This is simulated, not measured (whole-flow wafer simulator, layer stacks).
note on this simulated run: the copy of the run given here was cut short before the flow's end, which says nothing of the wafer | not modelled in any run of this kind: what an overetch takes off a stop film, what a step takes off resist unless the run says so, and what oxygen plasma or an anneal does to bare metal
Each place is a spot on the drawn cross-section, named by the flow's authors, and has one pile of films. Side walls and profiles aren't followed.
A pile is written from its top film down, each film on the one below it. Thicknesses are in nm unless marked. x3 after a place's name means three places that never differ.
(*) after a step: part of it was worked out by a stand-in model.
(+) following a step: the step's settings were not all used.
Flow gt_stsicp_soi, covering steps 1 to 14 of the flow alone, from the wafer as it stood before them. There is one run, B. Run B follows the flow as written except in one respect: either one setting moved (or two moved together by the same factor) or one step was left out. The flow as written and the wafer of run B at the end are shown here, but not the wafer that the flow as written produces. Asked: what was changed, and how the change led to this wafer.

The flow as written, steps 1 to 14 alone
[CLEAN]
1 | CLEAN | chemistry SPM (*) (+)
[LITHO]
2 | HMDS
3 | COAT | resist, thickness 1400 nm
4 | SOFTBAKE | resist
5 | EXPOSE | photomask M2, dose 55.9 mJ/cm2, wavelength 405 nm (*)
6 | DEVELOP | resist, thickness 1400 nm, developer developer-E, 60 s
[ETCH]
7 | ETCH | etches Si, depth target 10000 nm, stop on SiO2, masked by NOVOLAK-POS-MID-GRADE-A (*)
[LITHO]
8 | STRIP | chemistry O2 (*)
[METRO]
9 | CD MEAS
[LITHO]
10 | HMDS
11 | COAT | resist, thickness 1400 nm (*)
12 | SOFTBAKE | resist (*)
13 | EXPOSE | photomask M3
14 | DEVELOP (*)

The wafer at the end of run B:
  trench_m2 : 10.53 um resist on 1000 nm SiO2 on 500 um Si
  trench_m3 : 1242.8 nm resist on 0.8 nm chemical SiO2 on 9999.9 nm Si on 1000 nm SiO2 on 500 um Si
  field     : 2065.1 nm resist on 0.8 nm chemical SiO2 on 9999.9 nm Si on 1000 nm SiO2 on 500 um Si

What caused this: step 8, STRIP: chemistry O2 (*), was skipped.

The path from the change to this, step by step:
  11 | COAT | resist, thickness 1400 nm (*)
      field: resist gains 822.3 (as written it would have been: resist gains 1332.8 (new film))
      trench_m2: resist gains 10.53 um (new film) (as written it would have been: resist gains 9583.4 (new film))
      (and at 1 other place as well)
  14 | DEVELOP (*)
      trench_m3: resist loses 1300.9 (as written it would have been: resist loses 1311.7 (all of it))
